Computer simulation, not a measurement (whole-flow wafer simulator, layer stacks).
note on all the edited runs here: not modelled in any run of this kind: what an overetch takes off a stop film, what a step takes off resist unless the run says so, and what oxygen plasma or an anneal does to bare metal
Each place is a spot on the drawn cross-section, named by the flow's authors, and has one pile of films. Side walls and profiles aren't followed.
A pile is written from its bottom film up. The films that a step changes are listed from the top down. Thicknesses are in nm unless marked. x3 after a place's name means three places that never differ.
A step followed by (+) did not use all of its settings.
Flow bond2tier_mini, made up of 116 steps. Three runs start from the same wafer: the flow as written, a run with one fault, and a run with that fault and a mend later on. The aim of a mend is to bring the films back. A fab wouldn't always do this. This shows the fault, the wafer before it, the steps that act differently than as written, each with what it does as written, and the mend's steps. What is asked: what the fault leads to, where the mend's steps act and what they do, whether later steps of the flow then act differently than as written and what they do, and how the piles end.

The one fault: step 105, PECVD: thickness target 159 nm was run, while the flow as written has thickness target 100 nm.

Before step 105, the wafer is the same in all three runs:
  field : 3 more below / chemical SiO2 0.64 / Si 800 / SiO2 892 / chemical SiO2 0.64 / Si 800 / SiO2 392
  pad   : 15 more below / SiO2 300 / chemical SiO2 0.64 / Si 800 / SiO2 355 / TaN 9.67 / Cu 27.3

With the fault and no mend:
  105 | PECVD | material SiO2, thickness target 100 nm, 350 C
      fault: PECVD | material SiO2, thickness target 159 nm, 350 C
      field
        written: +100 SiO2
        fault: +159 SiO2
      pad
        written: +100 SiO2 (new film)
        fault: +159 SiO2 (new film)
  Steps later in the flow that act otherwise than as written:
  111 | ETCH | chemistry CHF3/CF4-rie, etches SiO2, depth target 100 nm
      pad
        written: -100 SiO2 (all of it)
        fault: -100 SiO2
  By the end, the piles at field, pad depart from the flow's by more than 2% or 0.5 nm, whichever is larger.
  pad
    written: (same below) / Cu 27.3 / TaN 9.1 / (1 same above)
    fault: (same below) / Cu 27.3 / SiO2 59 / TaN 9.1 / (1 same above)
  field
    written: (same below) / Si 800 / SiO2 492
    fault: (same below) / Si 800 / SiO2 551

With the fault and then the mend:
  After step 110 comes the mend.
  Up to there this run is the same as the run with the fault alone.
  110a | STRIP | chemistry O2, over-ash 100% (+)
      field
        -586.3 KrF resist (all of it)
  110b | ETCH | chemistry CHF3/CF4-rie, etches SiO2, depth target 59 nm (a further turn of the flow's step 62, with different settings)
      field, pad
        -59 SiO2
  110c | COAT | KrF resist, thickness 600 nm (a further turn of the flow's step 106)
      field, pad
        +600 KrF resist (new film)
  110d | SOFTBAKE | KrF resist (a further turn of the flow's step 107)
      does not change any film at any place that is followed
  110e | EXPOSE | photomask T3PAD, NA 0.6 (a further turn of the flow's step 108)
      does not change any film at any place that is followed
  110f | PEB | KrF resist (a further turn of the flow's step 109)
      does not change any film at any place that is followed
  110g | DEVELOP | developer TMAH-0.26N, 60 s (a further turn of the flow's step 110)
      field
        -13.7 KrF resist
      pad
        -600 KrF resist (all of it)
  Later steps of the flow that are run all act as written at every place that is followed.
  The piles end the same as the flow's at every place that both follow.
